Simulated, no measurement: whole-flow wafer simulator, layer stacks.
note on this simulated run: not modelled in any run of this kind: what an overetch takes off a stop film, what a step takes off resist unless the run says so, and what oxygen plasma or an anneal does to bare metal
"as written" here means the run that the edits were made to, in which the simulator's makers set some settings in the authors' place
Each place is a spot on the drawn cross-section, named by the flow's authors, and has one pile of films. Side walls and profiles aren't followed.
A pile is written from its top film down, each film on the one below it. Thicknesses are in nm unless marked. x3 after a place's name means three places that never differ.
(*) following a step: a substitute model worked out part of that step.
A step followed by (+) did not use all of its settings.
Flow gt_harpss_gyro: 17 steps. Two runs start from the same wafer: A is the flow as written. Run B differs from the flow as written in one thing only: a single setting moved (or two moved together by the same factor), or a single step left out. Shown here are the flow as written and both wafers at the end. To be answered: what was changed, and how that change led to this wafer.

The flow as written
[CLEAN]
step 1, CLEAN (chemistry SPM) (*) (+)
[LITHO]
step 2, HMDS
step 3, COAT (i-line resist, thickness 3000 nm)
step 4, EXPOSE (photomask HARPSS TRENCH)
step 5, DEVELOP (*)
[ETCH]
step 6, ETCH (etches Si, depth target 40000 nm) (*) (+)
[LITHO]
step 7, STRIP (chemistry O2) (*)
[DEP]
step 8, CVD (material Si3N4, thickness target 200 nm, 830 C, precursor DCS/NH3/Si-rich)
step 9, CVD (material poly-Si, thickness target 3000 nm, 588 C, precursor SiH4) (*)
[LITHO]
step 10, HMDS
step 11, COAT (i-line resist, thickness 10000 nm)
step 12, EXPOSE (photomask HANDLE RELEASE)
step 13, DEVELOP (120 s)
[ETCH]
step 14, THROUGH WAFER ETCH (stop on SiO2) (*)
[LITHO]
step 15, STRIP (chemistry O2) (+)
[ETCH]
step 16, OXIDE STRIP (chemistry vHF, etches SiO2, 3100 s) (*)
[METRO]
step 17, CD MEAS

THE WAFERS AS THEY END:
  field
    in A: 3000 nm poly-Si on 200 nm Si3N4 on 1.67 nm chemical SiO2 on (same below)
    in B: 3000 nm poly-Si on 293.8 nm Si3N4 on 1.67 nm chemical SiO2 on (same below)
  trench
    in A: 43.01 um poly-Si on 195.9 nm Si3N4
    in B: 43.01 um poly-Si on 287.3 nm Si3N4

The reason: step 8, CVD: thickness target 293.8 nm was run, though the flow has thickness target 200 nm.
The wafer lets one read it off: field has Si3N4 293.8, and step 8 as written asks for 200 nm.

Step by step, how the change led to this:
  step 8, CVD (material Si3N4, thickness target 200 nm, 830 C, precursor DCS/NH3/Si-rich)
      field: A Si3N4 gains 200 (new film) | B Si3N4 gains 293.8 (new film)
      trench: A Si3N4 gains 195.9 (new film) | B Si3N4 gains 287.3 (new film)
